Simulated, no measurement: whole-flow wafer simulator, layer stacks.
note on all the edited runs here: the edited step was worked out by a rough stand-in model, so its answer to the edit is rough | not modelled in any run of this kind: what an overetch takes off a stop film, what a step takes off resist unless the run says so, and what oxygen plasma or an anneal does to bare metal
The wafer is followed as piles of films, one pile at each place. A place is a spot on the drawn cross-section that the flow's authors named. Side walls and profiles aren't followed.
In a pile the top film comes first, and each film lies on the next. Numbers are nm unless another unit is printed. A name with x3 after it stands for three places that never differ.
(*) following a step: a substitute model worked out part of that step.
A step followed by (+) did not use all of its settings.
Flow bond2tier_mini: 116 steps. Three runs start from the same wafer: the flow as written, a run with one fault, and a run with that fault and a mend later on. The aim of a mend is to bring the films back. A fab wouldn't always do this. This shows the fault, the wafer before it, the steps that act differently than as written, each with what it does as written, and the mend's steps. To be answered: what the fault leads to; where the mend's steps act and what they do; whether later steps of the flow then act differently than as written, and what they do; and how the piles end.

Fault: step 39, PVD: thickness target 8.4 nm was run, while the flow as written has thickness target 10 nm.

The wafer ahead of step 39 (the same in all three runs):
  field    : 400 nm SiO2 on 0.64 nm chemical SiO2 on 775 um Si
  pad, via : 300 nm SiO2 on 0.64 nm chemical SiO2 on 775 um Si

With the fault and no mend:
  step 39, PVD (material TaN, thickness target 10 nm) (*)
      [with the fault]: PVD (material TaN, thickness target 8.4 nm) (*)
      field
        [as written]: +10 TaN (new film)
        [with the fault]: +8.4 TaN (new film)
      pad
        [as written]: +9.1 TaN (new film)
        [with the fault]: +7.65 TaN (new film)
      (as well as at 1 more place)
  Steps later in the flow that act otherwise than as written (1 more step, not shown, differs only slightly: by at most 2% or 0.5 nm, whichever is larger):
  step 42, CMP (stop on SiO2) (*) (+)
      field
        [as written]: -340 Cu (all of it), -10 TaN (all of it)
        [with the fault]: -340 Cu (all of it), -8.4 TaN (all of it)
  The piles end different from the flow's at pad by more than 2% or 0.5 nm, whichever is larger.
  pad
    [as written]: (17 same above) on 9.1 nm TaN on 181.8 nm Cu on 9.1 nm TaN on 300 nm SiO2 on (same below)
    [with the fault]: (17 same above) on 9.1 nm TaN on 183.2 nm Cu on 7.65 nm TaN on 300 nm SiO2 on (same below)

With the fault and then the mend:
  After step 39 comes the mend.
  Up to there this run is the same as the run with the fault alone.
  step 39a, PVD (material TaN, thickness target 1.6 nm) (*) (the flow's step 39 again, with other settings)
      field, via
        +1.6 TaN
      pad
        +1.45 TaN
  Every later step of the flow that is run acts as written at every place that is followed.
  The piles end the same as the flow's at every place that both follow.
